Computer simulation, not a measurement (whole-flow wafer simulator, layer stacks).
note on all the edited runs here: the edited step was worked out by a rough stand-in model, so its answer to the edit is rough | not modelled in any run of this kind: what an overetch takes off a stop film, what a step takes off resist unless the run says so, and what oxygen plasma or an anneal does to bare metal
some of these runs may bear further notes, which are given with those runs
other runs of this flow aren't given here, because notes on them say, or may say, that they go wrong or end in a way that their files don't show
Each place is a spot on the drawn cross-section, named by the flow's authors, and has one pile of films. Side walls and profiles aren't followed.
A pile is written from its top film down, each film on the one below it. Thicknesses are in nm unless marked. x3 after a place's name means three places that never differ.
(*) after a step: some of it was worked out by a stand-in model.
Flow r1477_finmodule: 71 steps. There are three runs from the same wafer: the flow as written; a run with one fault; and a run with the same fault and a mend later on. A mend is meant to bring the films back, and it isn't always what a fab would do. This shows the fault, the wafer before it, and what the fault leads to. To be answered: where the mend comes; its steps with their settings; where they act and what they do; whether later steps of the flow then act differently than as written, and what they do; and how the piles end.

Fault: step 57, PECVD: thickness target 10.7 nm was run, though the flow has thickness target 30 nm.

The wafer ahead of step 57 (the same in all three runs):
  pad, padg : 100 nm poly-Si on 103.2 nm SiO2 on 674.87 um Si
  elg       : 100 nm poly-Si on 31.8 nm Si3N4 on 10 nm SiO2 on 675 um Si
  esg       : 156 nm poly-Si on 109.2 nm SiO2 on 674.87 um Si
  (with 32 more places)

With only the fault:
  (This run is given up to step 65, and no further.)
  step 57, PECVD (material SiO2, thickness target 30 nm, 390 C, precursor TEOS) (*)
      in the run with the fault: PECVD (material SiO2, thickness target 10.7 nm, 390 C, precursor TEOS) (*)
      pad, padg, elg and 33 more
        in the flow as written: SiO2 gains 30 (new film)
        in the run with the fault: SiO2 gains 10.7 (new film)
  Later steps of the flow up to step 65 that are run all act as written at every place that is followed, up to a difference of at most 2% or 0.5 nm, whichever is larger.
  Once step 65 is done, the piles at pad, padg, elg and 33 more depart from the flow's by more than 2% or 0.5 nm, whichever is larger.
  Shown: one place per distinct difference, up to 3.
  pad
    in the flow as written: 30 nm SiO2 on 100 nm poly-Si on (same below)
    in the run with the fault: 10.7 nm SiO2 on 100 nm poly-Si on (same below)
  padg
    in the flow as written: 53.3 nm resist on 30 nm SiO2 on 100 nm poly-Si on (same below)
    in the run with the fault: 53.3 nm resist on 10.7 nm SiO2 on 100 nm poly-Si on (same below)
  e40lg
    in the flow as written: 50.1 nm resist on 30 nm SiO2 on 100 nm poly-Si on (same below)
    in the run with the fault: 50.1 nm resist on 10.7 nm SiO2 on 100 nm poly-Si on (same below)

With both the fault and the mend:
  The mend follows step 58.
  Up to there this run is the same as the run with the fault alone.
  step 58a, PECVD (material SiO2, thickness target 19.3 nm, 390 C, precursor TEOS) (*) (the flow's step 57, run once more with other settings)
      pad, padg, elg and 33 more
        SiO2 gains 19.3
  Later steps of the flow that are run all act as written at every place that is followed.
  At every place that both follow, the piles at the end match the flow's.
